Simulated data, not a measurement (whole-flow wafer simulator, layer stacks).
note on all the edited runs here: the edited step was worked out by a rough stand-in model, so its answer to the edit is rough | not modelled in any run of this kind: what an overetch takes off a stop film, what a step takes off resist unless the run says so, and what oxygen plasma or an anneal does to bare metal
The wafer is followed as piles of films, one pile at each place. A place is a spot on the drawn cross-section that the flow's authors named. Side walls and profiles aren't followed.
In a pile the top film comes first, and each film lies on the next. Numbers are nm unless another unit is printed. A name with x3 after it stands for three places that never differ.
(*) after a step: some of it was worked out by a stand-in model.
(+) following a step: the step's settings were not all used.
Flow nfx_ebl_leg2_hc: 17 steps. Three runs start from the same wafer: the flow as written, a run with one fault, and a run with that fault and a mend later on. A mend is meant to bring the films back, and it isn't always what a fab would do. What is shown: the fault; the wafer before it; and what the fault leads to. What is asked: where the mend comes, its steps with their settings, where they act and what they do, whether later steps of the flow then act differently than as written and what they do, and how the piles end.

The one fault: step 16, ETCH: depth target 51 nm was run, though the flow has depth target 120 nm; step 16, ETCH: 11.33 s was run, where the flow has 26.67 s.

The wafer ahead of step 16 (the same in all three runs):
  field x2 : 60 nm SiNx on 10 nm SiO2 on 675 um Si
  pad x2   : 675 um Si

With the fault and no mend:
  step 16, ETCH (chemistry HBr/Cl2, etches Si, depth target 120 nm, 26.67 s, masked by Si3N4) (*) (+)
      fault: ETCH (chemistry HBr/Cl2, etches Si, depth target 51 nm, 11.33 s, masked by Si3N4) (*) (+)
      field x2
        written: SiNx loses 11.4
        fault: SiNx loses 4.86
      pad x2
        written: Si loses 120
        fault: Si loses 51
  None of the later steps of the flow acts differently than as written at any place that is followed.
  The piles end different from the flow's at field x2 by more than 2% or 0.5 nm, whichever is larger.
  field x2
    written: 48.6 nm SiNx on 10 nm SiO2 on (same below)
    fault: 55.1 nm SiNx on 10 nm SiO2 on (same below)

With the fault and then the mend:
  The mend stands after step 17.
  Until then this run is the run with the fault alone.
  step 17a, ETCH (chemistry HBr/Cl2, etches Si, depth target 69 nm, 15.33 s, masked by Si3N4) (*) (+) (the flow's step 16, run once more with other settings)
      field x2
        SiNx loses 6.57
      pad x2
        Si loses 69
  None of the later steps of the flow acts differently than as written at any place that is followed.
  By the end, the piles equal the flow's at every place that both follow.
